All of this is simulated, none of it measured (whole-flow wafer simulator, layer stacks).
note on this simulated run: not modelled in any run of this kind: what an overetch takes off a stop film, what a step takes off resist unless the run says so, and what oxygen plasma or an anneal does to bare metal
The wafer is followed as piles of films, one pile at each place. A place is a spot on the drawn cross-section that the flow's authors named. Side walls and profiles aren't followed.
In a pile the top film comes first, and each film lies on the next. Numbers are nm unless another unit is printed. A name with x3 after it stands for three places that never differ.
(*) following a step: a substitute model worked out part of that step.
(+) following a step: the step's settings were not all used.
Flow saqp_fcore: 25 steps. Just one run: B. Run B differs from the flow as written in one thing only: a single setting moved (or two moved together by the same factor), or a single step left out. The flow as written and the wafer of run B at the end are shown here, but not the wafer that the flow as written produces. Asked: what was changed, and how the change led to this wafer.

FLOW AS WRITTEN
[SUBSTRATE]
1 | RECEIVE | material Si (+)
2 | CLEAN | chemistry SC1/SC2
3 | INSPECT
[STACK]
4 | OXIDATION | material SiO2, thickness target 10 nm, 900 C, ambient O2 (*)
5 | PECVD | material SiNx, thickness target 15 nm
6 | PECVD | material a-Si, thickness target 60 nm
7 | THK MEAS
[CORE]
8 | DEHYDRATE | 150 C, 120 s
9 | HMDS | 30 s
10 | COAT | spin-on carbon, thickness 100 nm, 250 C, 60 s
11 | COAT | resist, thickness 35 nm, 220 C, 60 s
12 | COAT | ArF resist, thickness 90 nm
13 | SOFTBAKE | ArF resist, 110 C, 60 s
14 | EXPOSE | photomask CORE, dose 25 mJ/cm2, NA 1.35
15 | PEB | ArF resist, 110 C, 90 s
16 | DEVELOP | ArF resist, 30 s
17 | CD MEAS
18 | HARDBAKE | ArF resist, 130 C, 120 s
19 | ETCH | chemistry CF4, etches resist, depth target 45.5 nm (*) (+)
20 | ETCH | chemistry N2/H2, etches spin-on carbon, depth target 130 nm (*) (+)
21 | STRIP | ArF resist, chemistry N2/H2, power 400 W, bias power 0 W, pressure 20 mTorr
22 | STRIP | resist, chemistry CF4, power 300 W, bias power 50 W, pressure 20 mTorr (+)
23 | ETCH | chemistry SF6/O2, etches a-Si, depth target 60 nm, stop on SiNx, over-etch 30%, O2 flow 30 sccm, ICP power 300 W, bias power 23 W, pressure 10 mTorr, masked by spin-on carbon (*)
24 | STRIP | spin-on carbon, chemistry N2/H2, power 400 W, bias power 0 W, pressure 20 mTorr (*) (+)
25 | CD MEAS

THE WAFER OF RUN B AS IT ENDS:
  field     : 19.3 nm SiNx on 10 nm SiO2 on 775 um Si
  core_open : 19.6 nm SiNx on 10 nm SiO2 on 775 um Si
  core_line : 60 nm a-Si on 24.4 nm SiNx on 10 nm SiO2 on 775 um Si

What caused this: step 5, PECVD: thickness target 24.4 nm was run, whereas the flow has thickness target 15 nm.
The wafer itself shows it: core_line has SiNx 24.4, and step 5 as written asks for 15 nm.

The path from the change to this, step by step:
  5 | PECVD | material SiNx, thickness target 15 nm
      field, core_open, core_line: SiNx gains 24.4 (new film) (as written it would have been: SiNx gains 15 (new film))
